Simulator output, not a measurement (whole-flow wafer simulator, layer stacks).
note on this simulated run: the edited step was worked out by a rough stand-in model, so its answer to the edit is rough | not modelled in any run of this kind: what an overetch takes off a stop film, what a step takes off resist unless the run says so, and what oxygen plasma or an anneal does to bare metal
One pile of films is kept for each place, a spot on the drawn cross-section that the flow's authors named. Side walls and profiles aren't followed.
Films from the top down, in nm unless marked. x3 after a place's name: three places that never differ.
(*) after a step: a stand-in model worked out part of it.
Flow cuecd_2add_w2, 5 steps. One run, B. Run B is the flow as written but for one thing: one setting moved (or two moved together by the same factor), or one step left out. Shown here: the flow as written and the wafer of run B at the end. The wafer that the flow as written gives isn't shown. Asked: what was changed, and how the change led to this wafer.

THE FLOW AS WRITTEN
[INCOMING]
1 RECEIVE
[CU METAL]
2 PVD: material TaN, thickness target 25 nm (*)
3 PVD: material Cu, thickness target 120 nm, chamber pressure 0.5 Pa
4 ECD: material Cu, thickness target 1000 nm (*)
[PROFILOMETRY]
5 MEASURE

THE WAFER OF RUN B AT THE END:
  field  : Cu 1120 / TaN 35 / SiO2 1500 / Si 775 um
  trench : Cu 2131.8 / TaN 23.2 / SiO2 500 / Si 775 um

The cause: step 2, PVD: thickness target 35 nm was run, where the flow has thickness target 25 nm.
It can be read off the wafer: field has TaN 35, and step 2 as written asks for 25 nm.

How the change led to this, step by step:
  2 PVD: material TaN, thickness target 25 nm (*)
      field: TaN +35 (new film) (as written it would be: TaN +25 (new film))
      trench: TaN +23.2 (new film) (as written it would be: TaN +16.6 (new film))
